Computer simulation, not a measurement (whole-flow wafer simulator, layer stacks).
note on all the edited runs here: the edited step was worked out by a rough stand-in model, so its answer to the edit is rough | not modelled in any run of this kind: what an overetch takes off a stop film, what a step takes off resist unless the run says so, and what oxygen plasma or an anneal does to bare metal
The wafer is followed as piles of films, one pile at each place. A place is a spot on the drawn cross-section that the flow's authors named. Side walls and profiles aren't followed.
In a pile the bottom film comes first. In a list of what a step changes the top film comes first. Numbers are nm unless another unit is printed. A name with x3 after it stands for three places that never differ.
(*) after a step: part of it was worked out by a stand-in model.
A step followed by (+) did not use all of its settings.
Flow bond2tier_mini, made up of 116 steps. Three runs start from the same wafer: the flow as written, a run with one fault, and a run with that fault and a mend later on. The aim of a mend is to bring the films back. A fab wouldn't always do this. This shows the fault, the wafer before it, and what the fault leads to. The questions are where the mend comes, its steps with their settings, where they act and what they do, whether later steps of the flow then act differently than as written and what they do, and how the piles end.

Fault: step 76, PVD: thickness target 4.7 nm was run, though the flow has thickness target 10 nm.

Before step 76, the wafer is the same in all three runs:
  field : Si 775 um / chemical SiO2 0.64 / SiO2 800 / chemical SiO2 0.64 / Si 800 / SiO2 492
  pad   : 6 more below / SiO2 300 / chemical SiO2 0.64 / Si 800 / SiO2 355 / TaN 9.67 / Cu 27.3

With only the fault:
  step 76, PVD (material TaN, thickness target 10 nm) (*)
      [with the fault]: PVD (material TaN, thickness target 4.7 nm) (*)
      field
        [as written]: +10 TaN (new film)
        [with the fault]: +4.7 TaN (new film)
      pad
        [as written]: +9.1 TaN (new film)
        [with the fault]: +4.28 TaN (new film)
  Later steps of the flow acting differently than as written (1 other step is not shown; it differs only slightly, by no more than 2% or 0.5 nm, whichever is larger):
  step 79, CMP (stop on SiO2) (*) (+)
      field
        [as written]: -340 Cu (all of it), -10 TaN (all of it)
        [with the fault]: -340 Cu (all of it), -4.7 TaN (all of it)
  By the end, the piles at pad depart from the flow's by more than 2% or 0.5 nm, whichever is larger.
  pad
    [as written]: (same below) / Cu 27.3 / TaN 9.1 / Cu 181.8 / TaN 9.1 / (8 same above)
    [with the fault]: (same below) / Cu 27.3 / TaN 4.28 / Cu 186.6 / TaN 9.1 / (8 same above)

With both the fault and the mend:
  The mend follows step 76.
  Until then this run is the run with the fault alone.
  step 76a, PVD (material TaN, thickness target 5.3 nm) (*) (a further turn of the flow's step 76, with different settings)
      field
        +5.3 TaN
      pad
        +4.82 TaN
  None of the later steps of the flow acts differently than as written at any place that is followed.
  At every place that both follow, the piles at the end match the flow's.
